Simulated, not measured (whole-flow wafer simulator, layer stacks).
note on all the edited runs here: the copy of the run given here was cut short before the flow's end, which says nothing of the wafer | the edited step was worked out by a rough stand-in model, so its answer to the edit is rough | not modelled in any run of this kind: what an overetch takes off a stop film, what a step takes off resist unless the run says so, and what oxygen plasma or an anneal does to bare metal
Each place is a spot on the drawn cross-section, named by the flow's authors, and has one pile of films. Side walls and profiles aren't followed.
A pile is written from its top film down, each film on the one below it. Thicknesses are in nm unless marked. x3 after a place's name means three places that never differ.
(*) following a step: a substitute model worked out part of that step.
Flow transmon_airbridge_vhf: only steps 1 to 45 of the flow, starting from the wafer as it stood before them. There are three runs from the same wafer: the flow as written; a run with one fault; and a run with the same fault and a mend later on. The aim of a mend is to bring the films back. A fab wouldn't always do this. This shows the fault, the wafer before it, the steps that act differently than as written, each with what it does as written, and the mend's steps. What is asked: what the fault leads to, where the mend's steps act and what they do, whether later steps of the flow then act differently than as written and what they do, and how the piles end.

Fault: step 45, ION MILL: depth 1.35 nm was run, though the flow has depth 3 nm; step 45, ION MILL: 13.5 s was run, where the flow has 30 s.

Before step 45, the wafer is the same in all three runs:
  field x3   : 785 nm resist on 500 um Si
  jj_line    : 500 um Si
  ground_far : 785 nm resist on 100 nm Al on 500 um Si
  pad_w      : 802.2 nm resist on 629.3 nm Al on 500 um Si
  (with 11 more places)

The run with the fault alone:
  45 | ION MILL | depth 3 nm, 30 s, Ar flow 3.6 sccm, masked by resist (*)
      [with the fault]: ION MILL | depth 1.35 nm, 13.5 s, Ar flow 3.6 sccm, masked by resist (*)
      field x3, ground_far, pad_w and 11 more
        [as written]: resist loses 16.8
        [with the fault]: resist loses 7.55
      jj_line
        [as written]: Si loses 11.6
        [with the fault]: Si loses 5.23
  None of the later steps of the flow acts differently than as written at any place that is followed.
  At the end the piles are close to the flow's at the places that both follow, differing by at most 2% or 0.5 nm, whichever is larger.

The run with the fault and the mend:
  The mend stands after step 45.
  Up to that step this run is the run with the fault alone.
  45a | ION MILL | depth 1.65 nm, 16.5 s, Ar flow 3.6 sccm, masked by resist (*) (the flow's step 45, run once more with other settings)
      field x3, ground_far, pad_w and 11 more
        resist loses 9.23
      jj_line
        Si loses 6.4
  None of the later steps of the flow acts differently than as written at any place that is followed.
  By the end, the piles equal the flow's at every place that both follow.
